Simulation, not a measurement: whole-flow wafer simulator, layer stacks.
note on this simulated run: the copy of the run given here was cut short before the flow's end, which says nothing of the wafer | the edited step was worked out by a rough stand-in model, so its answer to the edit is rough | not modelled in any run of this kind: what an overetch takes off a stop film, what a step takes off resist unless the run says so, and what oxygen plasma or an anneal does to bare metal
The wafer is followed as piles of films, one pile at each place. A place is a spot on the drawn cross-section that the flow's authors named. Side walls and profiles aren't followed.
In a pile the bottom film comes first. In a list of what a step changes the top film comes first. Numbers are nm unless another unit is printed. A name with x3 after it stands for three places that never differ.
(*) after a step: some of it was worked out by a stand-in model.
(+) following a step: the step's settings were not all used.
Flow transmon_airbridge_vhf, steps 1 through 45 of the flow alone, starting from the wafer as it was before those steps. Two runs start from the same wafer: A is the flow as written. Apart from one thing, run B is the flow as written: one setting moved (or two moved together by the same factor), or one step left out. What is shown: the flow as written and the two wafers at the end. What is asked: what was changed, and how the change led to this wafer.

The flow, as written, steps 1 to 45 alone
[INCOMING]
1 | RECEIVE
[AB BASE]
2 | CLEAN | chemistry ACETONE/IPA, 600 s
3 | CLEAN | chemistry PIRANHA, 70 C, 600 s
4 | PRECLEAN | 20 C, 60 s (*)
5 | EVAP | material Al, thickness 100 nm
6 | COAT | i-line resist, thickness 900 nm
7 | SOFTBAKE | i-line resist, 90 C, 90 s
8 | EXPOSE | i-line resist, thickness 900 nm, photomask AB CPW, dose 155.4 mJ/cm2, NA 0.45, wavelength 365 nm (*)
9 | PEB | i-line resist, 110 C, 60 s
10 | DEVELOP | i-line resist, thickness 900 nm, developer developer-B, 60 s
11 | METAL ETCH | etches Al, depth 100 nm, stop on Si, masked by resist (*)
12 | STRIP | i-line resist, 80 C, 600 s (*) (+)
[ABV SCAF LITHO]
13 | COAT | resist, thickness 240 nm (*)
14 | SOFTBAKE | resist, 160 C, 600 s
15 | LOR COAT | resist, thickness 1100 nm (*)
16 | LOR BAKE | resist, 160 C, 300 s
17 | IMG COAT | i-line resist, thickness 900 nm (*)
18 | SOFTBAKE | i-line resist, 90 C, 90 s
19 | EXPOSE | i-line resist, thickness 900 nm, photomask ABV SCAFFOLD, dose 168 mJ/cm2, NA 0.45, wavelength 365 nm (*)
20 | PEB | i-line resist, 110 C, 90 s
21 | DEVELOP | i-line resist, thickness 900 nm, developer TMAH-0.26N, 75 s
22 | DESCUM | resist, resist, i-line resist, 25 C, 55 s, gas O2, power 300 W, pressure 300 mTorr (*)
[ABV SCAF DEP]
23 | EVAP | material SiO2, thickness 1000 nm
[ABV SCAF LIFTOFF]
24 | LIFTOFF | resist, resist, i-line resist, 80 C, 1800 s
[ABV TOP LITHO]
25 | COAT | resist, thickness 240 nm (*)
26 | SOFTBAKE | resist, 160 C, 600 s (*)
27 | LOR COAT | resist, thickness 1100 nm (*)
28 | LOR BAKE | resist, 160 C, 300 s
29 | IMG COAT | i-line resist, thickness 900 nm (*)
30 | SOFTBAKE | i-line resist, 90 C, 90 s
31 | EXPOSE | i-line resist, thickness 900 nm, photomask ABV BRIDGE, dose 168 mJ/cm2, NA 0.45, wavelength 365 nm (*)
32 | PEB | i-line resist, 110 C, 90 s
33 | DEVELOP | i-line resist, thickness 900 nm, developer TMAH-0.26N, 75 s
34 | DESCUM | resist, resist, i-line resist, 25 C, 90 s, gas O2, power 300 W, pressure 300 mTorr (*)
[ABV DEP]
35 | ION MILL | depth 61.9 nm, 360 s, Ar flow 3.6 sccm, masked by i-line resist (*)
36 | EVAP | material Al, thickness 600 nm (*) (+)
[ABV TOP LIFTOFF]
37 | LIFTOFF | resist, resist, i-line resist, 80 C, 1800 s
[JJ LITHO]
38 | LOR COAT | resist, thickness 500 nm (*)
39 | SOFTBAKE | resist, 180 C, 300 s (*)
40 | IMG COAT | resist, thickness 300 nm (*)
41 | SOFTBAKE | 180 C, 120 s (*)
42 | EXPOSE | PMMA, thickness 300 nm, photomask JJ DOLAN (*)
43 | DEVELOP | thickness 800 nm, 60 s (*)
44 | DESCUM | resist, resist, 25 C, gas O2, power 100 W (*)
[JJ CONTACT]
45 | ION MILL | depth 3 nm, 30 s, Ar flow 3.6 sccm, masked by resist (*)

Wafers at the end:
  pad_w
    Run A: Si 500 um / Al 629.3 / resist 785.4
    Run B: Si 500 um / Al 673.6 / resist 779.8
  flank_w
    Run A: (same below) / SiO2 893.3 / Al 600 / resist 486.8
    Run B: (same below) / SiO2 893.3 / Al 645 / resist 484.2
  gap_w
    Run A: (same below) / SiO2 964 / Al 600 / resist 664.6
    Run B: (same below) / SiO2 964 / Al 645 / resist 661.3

What caused this: step 36, EVAP: thickness 645 nm was run, while the flow as written has thickness 600 nm.
The wafer itself shows it: flank_w has Al 645, and step 36 as written asks for 600 nm.

Step by step, how the change led to this:
  36 | EVAP | material Al, thickness 600 nm (*) (+)
      field x3, jj_line, ground_far and 10 more: A +600 Al (new film) | B +645 Al (new film)
      pad_w, pad_e: A +591.2 Al | B +635.6 Al
  37 | LIFTOFF | resist, resist, i-line resist, 80 C, 1800 s
      field x3, jj_line, trace_open_s x2: A -600 Al (all of it), -600 i-line resist (all of it), -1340 resist (all of it) | B -645 Al (all of it), -600 i-line resist (all of it), -1340 resist (all of it)
      margin_s, margin_n: A -600 Al (all of it), -318.3 i-line resist (all of it), -992 resist (all of it) | B -645 Al (all of it), -318.3 i-line resist (all of it), -992 resist (all of it)
      (as well as at 1 more place)
